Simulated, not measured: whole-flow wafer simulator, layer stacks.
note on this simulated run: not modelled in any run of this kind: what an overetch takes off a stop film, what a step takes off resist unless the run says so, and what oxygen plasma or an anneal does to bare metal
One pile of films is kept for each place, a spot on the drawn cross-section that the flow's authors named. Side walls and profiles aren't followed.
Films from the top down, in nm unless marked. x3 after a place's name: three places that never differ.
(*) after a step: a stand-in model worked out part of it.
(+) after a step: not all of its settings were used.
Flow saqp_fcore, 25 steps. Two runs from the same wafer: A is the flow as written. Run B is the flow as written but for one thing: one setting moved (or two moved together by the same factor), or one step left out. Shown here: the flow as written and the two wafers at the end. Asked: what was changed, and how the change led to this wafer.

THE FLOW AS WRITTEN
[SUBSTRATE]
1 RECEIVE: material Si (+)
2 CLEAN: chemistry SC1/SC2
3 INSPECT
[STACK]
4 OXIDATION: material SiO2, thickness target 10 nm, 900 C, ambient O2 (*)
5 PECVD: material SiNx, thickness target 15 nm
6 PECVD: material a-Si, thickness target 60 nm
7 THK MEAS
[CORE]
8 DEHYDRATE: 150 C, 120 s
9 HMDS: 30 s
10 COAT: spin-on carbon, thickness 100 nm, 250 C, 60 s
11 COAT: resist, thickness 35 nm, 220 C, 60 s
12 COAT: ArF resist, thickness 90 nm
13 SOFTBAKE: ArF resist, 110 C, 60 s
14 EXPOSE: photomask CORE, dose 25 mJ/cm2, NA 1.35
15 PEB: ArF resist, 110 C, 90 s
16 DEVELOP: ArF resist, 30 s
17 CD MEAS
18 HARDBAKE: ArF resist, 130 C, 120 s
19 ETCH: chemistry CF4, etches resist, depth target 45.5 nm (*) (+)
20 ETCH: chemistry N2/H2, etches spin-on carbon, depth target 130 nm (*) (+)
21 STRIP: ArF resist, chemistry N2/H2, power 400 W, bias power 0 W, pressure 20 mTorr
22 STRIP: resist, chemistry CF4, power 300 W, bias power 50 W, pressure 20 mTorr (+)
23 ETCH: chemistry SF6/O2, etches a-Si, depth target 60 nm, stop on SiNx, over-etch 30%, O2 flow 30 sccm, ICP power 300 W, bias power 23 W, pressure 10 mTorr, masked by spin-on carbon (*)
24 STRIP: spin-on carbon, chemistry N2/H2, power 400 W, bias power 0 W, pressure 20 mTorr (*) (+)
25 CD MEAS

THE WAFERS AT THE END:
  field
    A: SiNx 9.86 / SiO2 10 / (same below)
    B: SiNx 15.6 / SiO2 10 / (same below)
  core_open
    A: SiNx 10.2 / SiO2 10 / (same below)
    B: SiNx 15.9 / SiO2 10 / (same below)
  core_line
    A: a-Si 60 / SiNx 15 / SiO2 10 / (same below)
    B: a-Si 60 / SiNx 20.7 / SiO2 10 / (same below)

The cause: step 5, PECVD: thickness target 20.7 nm was run, where the flow has thickness target 15 nm.
It can be read off the wafer: core_line has SiNx 20.7, and step 5 as written asks for 15 nm.

How the change led to this, step by step:
  5 PECVD: material SiNx, thickness target 15 nm
      field, core_open, core_line: A SiNx +15 (new film) | B SiNx +20.7 (new film)
